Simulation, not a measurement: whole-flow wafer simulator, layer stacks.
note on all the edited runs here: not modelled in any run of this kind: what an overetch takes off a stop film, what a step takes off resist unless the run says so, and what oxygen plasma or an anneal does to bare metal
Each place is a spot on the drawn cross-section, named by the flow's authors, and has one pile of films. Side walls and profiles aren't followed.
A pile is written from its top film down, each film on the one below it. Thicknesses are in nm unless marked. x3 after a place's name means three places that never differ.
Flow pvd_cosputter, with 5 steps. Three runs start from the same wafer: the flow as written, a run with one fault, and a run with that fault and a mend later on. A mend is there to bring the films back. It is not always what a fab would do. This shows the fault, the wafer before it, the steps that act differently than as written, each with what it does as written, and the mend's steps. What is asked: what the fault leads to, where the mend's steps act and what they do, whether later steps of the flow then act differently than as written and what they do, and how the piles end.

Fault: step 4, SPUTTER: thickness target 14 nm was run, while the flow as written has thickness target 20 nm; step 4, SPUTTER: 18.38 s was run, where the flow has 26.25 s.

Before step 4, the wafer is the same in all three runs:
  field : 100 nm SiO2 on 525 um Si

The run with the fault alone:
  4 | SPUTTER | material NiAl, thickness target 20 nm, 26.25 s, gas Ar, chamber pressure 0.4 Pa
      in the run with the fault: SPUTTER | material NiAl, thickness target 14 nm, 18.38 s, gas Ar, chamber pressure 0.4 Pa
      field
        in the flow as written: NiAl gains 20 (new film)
        in the run with the fault: NiAl gains 14 (new film)
  Every later step of the flow that is run acts as written at every place that is followed.
  By the end, the piles at field depart from the flow's by more than 2% or 0.5 nm, whichever is larger.
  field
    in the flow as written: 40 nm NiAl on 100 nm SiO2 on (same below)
    in the run with the fault: 34 nm NiAl on 100 nm SiO2 on (same below)

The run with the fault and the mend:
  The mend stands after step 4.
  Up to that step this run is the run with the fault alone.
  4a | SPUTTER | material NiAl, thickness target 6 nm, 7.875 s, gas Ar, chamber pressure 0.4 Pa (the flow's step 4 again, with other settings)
      field
        NiAl gains 6
  Every later step of the flow that is run acts as written at every place that is followed.
  By the end, the piles equal the flow's at every place that both follow.
